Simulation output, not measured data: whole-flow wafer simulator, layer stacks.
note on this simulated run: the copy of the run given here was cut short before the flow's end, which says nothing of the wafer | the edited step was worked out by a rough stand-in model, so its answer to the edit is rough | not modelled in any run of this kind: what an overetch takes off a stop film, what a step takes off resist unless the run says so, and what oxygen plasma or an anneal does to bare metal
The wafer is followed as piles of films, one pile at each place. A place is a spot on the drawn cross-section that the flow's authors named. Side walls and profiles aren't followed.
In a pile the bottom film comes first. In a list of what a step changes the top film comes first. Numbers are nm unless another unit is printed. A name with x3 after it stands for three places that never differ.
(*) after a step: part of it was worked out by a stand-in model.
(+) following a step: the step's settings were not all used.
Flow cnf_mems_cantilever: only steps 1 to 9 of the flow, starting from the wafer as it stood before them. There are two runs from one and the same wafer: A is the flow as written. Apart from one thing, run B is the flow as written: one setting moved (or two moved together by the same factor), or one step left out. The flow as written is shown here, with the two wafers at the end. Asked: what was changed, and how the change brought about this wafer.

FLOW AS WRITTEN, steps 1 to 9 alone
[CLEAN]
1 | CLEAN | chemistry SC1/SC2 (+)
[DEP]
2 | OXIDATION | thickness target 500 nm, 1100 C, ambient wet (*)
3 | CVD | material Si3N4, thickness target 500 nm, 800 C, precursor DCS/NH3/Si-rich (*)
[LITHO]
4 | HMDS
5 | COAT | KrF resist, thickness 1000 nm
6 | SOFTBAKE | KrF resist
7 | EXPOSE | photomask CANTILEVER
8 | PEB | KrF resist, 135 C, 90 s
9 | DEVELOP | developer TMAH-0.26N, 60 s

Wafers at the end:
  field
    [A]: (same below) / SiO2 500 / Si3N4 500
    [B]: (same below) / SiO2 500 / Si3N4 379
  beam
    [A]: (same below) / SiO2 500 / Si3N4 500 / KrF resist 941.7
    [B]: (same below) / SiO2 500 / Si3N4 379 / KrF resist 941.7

The reason: step 3, CVD: 780 C was run, while the flow as written has 800 C.

Step by step, how the change led to this:
  3 | CVD | material Si3N4, thickness target 500 nm, 800 C, precursor DCS/NH3/Si-rich (*)
      field, beam: A Si3N4 gains 500 (new film) | B Si3N4 gains 379 (new film)
